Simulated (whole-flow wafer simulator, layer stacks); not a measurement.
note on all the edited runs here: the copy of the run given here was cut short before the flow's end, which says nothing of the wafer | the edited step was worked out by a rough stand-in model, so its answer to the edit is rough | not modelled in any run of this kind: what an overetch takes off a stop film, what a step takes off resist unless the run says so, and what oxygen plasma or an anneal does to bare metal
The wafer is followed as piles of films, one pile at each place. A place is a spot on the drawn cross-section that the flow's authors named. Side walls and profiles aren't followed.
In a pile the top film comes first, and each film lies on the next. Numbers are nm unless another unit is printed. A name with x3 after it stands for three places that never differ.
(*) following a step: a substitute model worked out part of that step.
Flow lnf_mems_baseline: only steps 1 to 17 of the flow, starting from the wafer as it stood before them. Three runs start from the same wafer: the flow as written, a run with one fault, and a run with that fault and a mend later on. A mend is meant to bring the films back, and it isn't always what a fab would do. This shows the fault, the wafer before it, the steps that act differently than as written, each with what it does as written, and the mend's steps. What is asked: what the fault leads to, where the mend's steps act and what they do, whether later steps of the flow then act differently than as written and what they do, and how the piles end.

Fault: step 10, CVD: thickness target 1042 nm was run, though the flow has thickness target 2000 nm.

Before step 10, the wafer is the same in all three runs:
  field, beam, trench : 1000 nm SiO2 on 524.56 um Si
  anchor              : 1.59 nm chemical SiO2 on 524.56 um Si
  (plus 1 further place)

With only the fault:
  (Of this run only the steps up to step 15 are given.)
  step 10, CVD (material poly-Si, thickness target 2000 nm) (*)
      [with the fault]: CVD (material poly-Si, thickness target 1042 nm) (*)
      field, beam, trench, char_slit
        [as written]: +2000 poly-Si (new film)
        [with the fault]: +1042 poly-Si (new film)
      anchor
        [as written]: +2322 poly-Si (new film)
        [with the fault]: +1042 poly-Si (new film)
  Steps later in the flow that act otherwise than as written (1 other step is not shown; it differs only slightly, by no more than 2% or 0.5 nm, whichever is larger):
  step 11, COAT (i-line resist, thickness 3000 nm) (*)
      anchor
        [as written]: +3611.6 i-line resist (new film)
        [with the fault]: +3875.7 i-line resist (new film)
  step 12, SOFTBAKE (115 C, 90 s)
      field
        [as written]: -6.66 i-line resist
        [with the fault]: -12.8 i-line resist
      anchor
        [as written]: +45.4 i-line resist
        [with the fault]: +84.8 i-line resist
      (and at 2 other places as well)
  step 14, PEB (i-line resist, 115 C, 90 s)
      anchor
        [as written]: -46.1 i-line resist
        [with the fault]: -51.6 i-line resist
  Once step 15 is done, the piles at field, anchor, beam, trench, char_slit depart from the flow's by more than 2% or 0.5 nm, whichever is larger.
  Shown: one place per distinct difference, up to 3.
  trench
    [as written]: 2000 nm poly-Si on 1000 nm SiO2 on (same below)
    [with the fault]: 1042 nm poly-Si on 1000 nm SiO2 on (same below)
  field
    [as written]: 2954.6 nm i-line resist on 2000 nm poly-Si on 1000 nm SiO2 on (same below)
    [with the fault]: 2944.9 nm i-line resist on 1042 nm poly-Si on 1000 nm SiO2 on (same below)
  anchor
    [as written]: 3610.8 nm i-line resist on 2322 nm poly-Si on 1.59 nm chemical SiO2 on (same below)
    [with the fault]: 3908.9 nm i-line resist on 1042 nm poly-Si on 1.59 nm chemical SiO2 on (same below)

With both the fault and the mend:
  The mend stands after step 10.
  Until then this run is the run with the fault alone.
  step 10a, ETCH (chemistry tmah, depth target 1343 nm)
      field, anchor, beam, trench, char_slit
        -1042 poly-Si (all of it)
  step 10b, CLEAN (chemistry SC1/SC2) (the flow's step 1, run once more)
      leaves every film unchanged at each place that is followed
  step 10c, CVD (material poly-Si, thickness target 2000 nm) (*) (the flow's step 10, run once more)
      field, beam, trench, char_slit
        +2000 poly-Si (new film)
      anchor
        +2322 poly-Si (new film)
  Every later step of the flow that is run acts as written at every place that is followed.
  The piles end the same as the flow's at every place that both follow.
